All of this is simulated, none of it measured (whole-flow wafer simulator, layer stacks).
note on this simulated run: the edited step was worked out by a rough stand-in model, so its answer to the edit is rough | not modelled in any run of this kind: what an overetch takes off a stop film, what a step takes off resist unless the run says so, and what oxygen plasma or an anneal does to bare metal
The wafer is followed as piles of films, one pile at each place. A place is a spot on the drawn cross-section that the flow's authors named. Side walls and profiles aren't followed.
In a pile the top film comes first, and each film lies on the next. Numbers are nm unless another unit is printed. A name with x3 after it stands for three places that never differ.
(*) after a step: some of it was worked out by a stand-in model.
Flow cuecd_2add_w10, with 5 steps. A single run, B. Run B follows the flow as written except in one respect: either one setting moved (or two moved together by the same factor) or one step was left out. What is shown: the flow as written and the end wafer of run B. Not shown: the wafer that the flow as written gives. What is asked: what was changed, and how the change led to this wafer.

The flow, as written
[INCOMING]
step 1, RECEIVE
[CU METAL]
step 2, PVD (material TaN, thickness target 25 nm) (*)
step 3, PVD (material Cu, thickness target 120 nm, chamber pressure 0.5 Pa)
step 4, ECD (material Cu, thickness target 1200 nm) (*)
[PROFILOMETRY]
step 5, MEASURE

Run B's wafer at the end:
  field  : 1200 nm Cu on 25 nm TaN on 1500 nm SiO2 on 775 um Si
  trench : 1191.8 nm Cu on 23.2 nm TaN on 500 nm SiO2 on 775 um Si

Cause: step 4, ECD: thickness target 1080 nm was run, while the flow as written has thickness target 1200 nm.

Step by step, how the change led to this:
  step 4, ECD (material Cu, thickness target 1200 nm) (*)
      field, trench: Cu gains 1080 (it would be, as written: Cu gains 1200)
